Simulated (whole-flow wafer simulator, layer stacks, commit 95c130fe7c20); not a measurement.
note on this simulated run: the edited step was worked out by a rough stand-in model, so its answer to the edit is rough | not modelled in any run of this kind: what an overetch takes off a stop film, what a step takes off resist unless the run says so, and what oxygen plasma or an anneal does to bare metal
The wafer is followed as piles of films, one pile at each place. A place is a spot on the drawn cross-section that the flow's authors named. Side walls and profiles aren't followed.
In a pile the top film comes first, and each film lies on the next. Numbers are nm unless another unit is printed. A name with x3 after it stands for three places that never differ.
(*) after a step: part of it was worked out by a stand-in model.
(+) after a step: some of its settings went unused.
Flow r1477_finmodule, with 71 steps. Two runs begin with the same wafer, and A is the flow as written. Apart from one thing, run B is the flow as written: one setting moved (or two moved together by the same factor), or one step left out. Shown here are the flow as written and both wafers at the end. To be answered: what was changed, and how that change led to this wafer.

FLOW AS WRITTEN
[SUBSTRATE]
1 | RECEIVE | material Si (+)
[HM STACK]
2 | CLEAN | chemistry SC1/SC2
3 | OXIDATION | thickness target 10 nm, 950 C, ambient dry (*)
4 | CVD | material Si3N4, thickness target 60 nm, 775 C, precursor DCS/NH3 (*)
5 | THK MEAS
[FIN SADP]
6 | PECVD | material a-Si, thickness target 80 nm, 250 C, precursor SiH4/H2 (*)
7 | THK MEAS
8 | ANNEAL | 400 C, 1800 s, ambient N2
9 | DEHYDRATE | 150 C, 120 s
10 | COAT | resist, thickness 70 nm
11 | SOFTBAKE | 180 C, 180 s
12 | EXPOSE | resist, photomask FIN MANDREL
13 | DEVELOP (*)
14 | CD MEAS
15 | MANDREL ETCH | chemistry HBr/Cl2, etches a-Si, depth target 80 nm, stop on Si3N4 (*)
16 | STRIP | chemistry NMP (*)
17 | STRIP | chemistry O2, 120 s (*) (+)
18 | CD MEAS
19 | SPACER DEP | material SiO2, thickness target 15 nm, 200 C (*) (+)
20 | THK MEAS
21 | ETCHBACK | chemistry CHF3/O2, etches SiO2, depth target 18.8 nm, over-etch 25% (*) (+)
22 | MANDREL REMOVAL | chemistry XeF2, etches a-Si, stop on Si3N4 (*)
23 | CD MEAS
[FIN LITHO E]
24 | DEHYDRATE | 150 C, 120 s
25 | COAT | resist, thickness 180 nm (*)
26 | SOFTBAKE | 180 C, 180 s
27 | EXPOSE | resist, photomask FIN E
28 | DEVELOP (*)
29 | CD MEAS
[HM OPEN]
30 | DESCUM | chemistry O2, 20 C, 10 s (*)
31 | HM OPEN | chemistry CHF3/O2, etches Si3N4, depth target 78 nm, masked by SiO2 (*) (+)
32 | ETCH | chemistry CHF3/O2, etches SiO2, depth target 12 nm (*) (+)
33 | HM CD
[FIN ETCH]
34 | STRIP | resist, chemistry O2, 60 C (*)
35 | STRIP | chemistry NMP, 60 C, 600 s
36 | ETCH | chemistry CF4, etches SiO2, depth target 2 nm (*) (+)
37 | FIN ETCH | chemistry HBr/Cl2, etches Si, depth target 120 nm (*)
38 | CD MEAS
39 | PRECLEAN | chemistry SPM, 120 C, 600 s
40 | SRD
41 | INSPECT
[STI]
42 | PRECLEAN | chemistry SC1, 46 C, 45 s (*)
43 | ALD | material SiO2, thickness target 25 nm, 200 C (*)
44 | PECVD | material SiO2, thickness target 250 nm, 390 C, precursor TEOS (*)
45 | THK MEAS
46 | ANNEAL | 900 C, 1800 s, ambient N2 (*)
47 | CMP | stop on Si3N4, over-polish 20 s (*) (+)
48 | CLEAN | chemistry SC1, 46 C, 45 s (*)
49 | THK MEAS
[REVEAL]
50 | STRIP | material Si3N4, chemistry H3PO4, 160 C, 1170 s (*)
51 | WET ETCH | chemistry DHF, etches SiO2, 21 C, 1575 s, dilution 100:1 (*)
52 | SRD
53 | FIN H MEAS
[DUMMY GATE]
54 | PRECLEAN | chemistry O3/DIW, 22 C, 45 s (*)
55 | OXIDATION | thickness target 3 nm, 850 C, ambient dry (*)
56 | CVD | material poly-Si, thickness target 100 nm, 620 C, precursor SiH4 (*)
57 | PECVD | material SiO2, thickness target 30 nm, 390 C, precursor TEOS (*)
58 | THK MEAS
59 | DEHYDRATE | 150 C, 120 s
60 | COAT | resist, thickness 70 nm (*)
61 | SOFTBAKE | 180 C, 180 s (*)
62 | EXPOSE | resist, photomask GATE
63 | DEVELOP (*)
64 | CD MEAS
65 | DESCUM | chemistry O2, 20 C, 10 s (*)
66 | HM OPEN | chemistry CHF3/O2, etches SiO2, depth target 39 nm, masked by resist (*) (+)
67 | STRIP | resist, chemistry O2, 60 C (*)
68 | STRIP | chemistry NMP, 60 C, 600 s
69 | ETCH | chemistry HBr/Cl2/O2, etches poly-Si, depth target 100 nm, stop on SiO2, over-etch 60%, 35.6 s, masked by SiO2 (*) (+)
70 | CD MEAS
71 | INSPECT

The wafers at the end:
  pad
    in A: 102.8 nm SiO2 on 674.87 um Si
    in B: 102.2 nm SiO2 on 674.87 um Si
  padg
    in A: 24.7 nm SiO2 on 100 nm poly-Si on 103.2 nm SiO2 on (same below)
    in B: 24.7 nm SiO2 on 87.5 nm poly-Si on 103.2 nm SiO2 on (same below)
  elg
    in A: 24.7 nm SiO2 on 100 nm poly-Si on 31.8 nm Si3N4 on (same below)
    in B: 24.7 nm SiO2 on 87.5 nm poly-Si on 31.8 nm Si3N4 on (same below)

Cause: step 56, CVD: thickness target 87.5 nm was run, while the flow as written has thickness target 100 nm.
The wafer lets one read it off: padg has poly-Si 87.5, and step 56 as written asks for 100 nm.

Step by step, how the change led to this:
  56 | CVD | material poly-Si, thickness target 100 nm, 620 C, precursor SiH4 (*)
      pad, padg, elg and 26 more: A +100 poly-Si (new film) | B +87.5 poly-Si (new film)
      s40cg, s40co: A +113.9 poly-Si (new film) | B +101.1 poly-Si (new film)
      (also at 5 further places)
  69 | ETCH | chemistry HBr/Cl2/O2, etches poly-Si, depth target 100 nm, stop on SiO2, over-etch 60%, 35.6 s, masked by SiO2 (*) (+)
      pad, eso, e40so and 8 more: A -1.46 chemical SiO2 (all of it), -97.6 poly-Si (all of it), -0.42 SiO2 | B -1.46 chemical SiO2 (all of it), -85.1 poly-Si (all of it), -1.05 SiO2
      elo, e40lo, e100lo, e200lo: A -1.46 chemical SiO2 (all of it), -97.6 poly-Si (all of it), -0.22 Si3N4 | B -1.46 chemical SiO2 (all of it), -85.1 poly-Si (all of it), -1.36 Si3N4
      (also at 3 further places)
